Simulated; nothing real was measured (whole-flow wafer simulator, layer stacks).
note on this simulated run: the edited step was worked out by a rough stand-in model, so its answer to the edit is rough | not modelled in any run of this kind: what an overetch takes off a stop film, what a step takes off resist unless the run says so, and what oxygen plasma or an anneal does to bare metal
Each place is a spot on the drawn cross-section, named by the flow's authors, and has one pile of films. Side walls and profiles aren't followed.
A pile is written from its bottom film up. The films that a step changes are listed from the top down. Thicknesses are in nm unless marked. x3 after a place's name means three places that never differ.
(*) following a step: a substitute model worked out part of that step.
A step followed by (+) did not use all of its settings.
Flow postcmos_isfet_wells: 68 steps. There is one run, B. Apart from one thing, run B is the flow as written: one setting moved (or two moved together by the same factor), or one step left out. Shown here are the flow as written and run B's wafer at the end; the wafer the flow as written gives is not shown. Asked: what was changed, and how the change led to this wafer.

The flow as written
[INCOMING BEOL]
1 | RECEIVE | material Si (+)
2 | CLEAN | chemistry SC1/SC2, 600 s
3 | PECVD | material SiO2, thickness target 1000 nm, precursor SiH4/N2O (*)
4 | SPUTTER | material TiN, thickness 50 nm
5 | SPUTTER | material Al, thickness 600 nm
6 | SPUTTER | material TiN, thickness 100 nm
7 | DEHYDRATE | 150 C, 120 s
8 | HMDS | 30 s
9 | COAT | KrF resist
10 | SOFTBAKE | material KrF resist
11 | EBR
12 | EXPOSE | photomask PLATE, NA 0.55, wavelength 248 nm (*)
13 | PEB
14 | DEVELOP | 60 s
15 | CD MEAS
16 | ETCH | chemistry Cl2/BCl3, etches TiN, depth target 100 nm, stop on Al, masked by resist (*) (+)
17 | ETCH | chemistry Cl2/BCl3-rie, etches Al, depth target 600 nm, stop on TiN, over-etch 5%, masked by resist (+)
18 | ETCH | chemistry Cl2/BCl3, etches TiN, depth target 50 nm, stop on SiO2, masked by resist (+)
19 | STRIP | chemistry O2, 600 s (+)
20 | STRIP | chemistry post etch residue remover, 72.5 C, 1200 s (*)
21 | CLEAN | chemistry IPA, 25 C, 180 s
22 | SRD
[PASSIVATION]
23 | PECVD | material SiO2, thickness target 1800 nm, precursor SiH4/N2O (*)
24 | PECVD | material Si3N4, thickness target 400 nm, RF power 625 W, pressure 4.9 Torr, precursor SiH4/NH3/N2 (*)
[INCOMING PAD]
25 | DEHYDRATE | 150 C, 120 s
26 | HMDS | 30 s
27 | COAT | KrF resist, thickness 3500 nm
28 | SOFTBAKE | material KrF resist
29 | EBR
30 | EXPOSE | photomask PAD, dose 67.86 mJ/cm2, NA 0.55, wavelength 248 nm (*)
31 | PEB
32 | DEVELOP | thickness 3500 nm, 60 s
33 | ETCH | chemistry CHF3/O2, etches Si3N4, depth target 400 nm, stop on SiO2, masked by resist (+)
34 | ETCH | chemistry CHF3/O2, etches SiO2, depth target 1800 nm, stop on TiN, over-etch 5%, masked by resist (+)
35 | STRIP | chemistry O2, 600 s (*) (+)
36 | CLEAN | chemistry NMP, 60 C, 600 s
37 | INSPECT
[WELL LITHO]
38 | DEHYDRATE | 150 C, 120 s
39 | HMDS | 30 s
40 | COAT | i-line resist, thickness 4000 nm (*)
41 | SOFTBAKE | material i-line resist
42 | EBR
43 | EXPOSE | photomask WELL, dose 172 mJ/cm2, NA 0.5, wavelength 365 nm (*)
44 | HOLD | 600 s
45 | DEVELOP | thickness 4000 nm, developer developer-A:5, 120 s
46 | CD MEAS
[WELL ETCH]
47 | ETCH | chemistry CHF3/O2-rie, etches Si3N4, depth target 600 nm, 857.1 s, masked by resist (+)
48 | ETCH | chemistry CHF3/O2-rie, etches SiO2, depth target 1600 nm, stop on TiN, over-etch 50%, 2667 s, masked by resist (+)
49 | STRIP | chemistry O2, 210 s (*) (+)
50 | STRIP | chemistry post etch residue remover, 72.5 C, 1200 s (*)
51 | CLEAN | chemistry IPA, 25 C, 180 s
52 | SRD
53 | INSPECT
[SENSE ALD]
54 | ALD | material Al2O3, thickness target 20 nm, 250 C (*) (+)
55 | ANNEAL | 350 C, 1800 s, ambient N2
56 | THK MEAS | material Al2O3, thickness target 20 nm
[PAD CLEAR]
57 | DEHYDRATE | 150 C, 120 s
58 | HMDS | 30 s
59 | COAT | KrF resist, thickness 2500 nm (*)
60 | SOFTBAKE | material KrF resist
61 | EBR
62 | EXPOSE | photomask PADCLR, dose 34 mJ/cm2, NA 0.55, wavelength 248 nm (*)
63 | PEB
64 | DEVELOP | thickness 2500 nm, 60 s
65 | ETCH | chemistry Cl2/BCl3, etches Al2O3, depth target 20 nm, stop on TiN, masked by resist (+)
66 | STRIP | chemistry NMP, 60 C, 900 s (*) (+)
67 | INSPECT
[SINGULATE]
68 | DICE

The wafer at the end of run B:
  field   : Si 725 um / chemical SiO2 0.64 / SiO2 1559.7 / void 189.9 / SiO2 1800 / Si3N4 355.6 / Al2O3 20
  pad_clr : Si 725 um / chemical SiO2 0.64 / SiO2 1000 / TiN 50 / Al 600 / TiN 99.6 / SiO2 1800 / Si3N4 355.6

What caused this: step 24, PECVD: thickness target 356 nm was run, whereas the flow has thickness target 400 nm.

How this came from the change, step by step:
  24 | PECVD | material Si3N4, thickness target 400 nm, RF power 625 W, pressure 4.9 Torr, precursor SiH4/NH3/N2 (*)
      field, margin, well900, well1300 x3, pad_rim, pad_clr, pad_open: Si3N4 gains 356 (new film) (it would be, as written: Si3N4 gains 400 (new film))
  33 | ETCH | chemistry CHF3/O2, etches Si3N4, depth target 400 nm, stop on SiO2, masked by resist (+)
      pad_open: Si3N4 loses 356 (all of it) (it would be, as written: Si3N4 loses 400 (all of it))
  41 | SOFTBAKE | material i-line resist
      pad_clr: i-line resist loses 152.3 (it would be, as written: i-line resist loses 156.7)
  47 | ETCH | chemistry CHF3/O2-rie, etches Si3N4, depth target 600 nm, 857.1 s, masked by resist (+)
      well900, well1300 x3: Si3N4 loses 356 (all of it), SiO2 loses 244 (it would be, as written: Si3N4 loses 400 (all of it), SiO2 loses 200)
  48 | ETCH | chemistry CHF3/O2-rie, etches SiO2, depth target 1600 nm, stop on TiN, over-etch 50%, 2667 s, masked by resist (+)
      well900, well1300 x3: SiO2 loses 1556 (all of it) (it would be, as written: SiO2 loses 1600 (all of it))
